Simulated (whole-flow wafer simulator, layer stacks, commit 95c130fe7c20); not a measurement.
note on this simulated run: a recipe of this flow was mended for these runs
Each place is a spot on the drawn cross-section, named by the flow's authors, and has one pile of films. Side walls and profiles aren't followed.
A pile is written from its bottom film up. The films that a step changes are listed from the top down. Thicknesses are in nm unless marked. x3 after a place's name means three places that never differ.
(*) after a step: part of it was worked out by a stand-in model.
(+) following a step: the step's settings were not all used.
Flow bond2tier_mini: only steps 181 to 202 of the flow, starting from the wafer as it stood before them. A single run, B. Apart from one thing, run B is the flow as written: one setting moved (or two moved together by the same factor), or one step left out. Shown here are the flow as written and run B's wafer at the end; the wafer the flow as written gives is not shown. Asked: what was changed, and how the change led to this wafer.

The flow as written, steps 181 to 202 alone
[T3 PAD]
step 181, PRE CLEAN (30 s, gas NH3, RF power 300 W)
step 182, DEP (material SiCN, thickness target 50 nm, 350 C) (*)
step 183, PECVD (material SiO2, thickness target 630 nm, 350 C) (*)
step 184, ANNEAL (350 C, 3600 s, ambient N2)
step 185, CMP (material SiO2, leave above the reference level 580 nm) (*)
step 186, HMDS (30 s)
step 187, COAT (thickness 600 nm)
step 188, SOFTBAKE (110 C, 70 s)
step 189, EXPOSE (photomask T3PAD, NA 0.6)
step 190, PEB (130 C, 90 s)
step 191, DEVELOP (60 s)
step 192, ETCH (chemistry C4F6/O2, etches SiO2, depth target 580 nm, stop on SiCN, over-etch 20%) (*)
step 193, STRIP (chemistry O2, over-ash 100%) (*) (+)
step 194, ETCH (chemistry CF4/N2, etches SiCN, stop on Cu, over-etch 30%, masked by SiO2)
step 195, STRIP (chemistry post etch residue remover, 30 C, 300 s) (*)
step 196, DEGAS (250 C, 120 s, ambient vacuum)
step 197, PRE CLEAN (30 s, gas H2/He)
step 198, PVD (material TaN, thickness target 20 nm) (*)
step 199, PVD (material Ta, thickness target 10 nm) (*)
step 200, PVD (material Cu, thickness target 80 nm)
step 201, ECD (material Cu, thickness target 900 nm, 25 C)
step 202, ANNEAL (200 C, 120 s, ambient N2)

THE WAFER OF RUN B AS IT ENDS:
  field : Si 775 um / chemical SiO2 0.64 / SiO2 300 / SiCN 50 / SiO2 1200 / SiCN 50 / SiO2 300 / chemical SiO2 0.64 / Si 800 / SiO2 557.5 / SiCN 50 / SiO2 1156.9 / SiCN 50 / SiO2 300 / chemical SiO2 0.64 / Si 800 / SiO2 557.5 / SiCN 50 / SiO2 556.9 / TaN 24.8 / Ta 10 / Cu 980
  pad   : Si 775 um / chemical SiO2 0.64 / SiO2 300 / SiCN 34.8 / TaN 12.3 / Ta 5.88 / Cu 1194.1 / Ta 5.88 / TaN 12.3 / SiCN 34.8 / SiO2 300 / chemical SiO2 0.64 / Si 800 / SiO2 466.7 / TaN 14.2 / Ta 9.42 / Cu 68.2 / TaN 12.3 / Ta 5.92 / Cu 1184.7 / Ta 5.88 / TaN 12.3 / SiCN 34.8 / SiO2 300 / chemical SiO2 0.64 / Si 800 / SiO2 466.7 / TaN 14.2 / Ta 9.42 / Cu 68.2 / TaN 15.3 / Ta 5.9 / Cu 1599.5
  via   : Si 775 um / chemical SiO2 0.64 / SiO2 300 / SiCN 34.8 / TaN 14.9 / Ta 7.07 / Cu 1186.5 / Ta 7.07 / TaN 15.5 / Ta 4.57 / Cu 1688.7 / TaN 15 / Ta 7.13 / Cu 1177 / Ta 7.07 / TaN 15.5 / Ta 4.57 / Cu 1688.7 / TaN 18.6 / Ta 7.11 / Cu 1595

The reason: step 198, PVD: thickness target 24.8 nm was run, though the flow has thickness target 20 nm.
The wafer lets one read it off: field has TaN 24.8, and step 198 as written asks for 20 nm.

The path from the change to this, step by step:
  step 198, PVD (material TaN, thickness target 20 nm) (*)
      field: +24.8 TaN (new film) (as written it would have been: +20 TaN (new film))
      pad: +15.3 TaN (new film) (as written it would have been: +12.3 TaN (new film))
      (as well as at 1 more place)
